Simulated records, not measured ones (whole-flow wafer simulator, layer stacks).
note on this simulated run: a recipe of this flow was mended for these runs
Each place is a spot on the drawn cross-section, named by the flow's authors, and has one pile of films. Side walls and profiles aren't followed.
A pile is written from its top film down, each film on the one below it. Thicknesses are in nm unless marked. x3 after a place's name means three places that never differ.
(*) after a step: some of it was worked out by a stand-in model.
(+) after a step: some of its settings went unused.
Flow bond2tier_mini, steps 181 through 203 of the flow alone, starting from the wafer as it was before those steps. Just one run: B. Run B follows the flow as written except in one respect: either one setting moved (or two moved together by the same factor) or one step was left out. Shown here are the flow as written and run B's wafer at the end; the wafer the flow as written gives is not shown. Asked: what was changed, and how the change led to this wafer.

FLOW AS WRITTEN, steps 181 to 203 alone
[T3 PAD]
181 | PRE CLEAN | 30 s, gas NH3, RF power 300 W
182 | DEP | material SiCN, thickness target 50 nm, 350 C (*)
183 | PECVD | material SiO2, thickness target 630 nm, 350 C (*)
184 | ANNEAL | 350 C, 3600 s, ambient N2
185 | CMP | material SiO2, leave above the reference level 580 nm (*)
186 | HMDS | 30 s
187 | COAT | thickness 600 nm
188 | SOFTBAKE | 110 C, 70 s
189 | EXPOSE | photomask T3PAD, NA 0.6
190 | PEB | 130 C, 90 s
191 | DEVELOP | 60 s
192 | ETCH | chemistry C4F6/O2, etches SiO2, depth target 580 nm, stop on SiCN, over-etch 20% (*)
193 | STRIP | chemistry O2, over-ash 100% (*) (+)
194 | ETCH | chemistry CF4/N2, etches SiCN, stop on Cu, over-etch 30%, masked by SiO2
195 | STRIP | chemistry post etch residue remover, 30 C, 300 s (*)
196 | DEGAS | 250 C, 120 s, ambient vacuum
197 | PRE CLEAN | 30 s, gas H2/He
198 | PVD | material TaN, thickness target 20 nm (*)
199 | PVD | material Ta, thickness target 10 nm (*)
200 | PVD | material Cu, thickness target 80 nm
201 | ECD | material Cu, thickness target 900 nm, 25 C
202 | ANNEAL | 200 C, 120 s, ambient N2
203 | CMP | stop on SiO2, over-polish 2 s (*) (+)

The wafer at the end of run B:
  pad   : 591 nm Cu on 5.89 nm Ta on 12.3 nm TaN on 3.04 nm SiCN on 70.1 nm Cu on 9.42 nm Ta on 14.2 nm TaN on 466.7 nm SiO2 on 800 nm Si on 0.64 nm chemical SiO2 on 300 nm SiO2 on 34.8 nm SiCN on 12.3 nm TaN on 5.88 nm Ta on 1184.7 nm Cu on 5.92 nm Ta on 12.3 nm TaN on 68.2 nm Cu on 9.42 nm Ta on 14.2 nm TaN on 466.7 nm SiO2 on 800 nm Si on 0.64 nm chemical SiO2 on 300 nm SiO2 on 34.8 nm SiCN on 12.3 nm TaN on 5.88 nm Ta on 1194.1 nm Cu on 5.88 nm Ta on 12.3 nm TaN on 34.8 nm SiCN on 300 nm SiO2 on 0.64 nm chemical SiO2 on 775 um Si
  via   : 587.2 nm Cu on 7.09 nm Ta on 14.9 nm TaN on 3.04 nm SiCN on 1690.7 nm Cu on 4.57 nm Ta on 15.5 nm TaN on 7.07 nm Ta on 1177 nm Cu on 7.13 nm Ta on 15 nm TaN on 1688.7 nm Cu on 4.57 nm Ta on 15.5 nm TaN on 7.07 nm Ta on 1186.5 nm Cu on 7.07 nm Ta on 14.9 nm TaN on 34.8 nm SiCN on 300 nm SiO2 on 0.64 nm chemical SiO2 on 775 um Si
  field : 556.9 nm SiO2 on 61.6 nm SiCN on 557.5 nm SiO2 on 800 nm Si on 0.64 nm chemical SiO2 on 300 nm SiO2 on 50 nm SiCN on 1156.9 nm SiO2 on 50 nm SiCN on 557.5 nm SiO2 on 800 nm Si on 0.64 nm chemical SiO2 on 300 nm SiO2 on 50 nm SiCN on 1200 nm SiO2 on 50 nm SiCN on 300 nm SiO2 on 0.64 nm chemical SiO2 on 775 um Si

The reason: step 182, DEP: thickness target 61.6 nm was run, whereas the flow has thickness target 50 nm.
The wafer itself shows it: field has SiCN 61.6, and step 182 as written asks for 50 nm.

Step by step, how the change led to this:
  182 | DEP | material SiCN, thickness target 50 nm, 350 C (*)
      field, pad, via: SiCN gains 61.6 (new film) (in the flow as written it would be: SiCN gains 50 (new film))
  194 | ETCH | chemistry CF4/N2, etches SiCN, stop on Cu, over-etch 30%, masked by SiO2
      pad, via: SiCN loses 39 (in the flow as written it would be: SiCN loses 30.4 (all of it), Cu loses 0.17)
  195 | STRIP | chemistry post etch residue remover, 30 C, 300 s (*)
      pad, via: nothing (in the flow as written it would be: Cu loses 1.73)
If metal films that touch count as one body, pad has 4 bodies (between them, from the top down: SiCN 3.04; SiO2 466.7 / Si 800 / chemical SiO2 0.64 / SiO2 300 / SiCN 34.8; SiO2 466.7 / Si 800 / chemical SiO2 0.64 / SiO2 300 / SiCN 34.8); the flow as written gives 3 bodies (between them, from the top down: SiO2 466.7 / Si 800 / chemical SiO2 0.64 / SiO2 300 / SiCN 34.8; SiO2 466.7 / Si 800 / chemical SiO2 0.64 / SiO2 300 / SiCN 34.8).
If metal films that touch count as one body, via has 2 bodies (between them, from the top down: SiCN 3.04); the flow as written gives 1 body.
